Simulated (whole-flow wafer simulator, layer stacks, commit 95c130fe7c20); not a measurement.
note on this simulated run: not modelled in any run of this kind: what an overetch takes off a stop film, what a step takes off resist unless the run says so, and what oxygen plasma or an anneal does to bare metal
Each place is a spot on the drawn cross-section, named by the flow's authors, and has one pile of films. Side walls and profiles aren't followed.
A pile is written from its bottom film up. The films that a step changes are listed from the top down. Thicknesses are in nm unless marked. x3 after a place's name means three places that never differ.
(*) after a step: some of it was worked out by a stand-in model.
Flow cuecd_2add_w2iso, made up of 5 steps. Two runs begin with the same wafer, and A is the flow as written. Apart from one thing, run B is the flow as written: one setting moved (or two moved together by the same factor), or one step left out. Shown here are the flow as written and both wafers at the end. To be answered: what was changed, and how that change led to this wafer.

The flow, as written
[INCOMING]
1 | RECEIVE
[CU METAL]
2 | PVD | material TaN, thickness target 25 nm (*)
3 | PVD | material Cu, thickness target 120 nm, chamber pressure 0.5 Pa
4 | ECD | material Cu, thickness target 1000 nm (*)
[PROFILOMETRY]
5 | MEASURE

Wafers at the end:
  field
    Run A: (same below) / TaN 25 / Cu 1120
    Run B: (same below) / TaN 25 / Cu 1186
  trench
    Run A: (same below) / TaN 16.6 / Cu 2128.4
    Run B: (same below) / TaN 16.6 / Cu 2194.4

Cause: step 3, PVD: thickness target 186 nm was run, whereas the flow has thickness target 120 nm.

How this came from the change, step by step:
  3 | PVD | material Cu, thickness target 120 nm, chamber pressure 0.5 Pa
      field: A +120 Cu (new film) | B +186 Cu (new film)
      trench: A +80.8 Cu (new film) | B +124.8 Cu (new film)
